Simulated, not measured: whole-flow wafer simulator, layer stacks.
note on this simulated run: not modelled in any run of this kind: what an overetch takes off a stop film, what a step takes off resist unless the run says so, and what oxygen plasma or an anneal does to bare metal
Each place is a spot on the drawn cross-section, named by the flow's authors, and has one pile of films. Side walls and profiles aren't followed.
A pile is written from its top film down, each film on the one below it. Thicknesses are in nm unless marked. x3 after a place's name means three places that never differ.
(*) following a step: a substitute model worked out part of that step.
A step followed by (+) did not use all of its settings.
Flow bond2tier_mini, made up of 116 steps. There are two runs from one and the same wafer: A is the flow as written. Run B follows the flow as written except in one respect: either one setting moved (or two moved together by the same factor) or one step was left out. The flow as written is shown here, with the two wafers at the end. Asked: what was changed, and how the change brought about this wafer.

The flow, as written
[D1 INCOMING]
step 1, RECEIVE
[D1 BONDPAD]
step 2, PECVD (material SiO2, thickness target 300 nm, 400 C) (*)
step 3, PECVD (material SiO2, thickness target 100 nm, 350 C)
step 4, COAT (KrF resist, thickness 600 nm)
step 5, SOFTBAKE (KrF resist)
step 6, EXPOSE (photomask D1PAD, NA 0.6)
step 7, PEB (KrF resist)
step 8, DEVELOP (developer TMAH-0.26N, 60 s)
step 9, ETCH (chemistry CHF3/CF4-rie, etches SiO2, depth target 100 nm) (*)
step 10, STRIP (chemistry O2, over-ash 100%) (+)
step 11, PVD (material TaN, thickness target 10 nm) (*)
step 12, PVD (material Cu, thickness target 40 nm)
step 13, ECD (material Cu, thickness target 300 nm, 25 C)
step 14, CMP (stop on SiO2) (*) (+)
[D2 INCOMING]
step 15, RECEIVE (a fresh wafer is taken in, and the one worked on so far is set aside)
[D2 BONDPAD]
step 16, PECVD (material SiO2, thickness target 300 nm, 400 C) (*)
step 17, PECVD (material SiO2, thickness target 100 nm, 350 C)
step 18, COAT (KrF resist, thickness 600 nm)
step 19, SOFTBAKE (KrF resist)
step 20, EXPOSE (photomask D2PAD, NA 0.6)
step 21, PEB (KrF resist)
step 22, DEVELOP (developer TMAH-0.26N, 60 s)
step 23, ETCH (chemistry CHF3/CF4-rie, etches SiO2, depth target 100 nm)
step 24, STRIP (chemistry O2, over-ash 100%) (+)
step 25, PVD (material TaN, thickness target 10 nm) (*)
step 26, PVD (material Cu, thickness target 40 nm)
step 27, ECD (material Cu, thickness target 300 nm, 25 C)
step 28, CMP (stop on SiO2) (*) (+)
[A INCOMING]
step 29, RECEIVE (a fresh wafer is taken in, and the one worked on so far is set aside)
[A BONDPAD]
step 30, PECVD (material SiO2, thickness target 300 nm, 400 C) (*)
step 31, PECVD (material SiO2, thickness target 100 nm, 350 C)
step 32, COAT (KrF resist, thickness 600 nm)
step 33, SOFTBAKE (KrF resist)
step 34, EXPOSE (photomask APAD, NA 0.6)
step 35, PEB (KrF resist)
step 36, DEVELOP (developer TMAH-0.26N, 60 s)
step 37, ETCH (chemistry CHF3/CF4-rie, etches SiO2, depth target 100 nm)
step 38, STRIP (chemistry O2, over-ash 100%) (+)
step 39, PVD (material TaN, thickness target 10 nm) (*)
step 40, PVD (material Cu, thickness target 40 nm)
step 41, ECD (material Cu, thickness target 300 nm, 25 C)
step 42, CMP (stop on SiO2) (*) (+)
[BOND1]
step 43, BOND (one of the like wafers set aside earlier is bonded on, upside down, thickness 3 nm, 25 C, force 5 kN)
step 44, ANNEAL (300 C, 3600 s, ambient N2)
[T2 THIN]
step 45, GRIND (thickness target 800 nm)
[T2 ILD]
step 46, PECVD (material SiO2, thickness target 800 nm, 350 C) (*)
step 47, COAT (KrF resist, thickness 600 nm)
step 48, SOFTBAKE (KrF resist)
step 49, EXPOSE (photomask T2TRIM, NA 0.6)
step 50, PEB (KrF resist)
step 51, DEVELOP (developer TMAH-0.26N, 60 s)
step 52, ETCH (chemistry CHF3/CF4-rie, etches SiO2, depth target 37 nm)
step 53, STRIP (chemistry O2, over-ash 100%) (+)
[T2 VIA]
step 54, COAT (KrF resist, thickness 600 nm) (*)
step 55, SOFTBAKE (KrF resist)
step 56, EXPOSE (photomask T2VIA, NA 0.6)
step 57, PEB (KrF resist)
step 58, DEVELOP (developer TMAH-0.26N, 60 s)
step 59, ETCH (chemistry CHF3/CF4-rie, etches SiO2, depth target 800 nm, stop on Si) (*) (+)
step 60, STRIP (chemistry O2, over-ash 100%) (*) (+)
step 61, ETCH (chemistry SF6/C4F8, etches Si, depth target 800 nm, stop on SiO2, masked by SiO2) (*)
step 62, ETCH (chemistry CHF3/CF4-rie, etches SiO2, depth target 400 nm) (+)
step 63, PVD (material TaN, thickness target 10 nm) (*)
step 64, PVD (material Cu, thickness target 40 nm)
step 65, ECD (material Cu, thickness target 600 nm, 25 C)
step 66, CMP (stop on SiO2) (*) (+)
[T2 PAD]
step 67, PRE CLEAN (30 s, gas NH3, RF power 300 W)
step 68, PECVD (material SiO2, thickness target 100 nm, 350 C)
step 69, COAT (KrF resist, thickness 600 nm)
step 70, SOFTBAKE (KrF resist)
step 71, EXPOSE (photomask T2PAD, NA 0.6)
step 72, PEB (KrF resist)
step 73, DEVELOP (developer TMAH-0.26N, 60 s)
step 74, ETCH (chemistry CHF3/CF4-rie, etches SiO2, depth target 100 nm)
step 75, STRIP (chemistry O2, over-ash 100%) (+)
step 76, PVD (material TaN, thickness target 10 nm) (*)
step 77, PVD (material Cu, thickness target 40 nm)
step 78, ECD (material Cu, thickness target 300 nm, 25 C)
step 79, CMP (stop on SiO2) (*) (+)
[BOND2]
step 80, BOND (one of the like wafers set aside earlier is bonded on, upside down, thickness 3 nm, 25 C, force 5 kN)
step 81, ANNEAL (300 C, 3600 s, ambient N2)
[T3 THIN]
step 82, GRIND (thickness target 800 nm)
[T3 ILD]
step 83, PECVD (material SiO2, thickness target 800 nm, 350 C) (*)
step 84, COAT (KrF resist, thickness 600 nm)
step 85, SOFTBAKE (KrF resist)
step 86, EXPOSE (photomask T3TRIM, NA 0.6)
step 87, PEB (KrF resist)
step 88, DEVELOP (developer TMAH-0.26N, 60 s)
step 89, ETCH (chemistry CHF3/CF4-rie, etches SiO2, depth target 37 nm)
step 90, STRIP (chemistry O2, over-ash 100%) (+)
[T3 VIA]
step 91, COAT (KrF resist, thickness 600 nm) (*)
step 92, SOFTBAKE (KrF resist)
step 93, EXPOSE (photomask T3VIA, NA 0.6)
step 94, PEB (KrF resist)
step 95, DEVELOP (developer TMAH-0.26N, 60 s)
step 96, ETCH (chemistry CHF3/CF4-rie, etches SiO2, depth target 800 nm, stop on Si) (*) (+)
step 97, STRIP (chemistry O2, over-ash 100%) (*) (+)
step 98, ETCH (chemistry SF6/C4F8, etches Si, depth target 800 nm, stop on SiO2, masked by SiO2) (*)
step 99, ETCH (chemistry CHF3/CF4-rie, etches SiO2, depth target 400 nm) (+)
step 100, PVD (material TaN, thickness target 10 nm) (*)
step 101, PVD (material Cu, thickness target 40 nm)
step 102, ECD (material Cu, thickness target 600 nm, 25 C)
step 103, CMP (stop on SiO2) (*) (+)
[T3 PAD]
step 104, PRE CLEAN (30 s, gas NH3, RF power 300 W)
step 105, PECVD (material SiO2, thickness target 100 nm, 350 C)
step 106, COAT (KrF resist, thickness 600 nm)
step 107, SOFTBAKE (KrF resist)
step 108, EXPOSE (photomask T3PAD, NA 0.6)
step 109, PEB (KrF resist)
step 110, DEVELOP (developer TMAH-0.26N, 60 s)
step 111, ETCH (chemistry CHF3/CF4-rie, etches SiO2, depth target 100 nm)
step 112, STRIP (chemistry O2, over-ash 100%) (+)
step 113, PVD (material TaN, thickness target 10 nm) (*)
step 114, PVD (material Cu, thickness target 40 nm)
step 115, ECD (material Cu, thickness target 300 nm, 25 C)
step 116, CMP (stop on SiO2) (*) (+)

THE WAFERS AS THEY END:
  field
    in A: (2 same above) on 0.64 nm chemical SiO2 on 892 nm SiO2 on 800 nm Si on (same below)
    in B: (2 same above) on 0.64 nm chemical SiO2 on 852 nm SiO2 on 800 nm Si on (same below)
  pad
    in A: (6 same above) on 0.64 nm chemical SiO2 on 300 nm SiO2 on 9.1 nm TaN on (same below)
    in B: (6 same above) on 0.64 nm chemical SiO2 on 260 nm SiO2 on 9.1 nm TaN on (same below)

The reason: step 17, PECVD: thickness target 60 nm was run, whereas the flow has thickness target 100 nm.

Step by step, how the change led to this:
  step 17, PECVD (material SiO2, thickness target 100 nm, 350 C)
      field, pad, via: A SiO2 gains 100 | B SiO2 gains 60
  step 80, BOND (one of the like wafers set aside earlier is bonded on, upside down, thickness 3 nm, 25 C, force 5 kN)
      field: A Si gains 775 um (new film), chemical SiO2 gains 0.64 (new film), SiO2 gains 400 | B Si gains 775 um (new film), chemical SiO2 gains 0.64 (new film), SiO2 gains 360
      pad: A Si gains 775 um (new film), chemical SiO2 gains 0.64 (new film), SiO2 gains 300 (new film), TaN gains 9.1 (new film), Cu gains 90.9 | B Si gains 775 um (new film), chemical SiO2 gains 0.64 (new film), SiO2 gains 260 (new film), TaN gains 9.1 (new film), Cu gains 90.9
